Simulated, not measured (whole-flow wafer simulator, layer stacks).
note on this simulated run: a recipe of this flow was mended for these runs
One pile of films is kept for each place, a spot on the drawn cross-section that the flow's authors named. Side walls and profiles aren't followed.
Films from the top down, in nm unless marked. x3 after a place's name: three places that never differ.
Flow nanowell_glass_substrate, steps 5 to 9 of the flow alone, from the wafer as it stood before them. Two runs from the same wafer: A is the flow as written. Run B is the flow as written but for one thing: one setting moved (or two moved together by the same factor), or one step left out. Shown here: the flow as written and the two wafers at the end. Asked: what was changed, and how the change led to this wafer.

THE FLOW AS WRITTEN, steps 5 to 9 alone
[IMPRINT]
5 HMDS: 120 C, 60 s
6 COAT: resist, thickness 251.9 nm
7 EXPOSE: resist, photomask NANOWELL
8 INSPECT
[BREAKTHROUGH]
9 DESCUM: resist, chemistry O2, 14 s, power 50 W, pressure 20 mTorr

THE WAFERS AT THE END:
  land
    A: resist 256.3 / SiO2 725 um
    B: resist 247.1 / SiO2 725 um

The cause: step 9, DESCUM: 17.7 s was run, where the flow has 14 s.

How the change led to this, step by step:
  9 DESCUM: resist, chemistry O2, 14 s, power 50 W, pressure 20 mTorr
      land: A resist -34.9 | B resist -44.1
